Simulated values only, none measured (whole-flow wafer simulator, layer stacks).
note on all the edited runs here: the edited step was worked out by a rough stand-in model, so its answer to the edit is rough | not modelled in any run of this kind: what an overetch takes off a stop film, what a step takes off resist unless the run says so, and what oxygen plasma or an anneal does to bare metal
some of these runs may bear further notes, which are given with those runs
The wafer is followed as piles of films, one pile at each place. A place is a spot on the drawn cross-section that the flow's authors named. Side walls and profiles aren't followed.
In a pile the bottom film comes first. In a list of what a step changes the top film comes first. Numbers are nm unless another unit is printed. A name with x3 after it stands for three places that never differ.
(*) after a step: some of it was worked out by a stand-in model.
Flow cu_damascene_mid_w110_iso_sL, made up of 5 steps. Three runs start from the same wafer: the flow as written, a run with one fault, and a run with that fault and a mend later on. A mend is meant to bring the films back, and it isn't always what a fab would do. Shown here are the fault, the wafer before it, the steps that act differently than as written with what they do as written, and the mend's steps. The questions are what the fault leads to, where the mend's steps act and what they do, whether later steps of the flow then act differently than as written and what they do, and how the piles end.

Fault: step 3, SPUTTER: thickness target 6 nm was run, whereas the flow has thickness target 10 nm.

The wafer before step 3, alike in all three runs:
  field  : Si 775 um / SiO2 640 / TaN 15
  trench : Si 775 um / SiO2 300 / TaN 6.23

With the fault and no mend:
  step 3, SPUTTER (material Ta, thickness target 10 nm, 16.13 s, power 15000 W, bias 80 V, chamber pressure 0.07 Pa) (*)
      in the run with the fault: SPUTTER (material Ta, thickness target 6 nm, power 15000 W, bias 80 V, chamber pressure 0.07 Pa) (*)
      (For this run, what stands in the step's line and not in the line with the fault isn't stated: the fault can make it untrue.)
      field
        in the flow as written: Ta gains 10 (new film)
        in the run with the fault: Ta gains 6 (new film)
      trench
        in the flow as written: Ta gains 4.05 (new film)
        in the run with the fault: Ta gains 2.43 (new film)
  Every later step of the flow that is run acts as written, at every place that is followed, to within 2% or 0.5 nm, whichever is larger.
  By the end, the piles at field, trench depart from the flow's by more than 2% or 0.5 nm, whichever is larger.
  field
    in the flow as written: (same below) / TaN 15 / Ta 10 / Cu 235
    in the run with the fault: (same below) / TaN 15 / Ta 6 / Cu 235
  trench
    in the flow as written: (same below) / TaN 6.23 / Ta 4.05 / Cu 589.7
    in the run with the fault: (same below) / TaN 6.23 / Ta 2.43 / Cu 587.3

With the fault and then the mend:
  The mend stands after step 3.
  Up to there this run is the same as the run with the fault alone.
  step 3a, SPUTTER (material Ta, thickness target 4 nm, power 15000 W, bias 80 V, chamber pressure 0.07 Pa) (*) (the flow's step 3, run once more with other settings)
      field
        Ta gains 4
      trench
        Ta gains 1.58
  Every later step of the flow that is run acts as written at every place that is followed.
  The piles end only slightly different from the flow's at the places that both follow, by no more than 2% or 0.5 nm, whichever is larger.
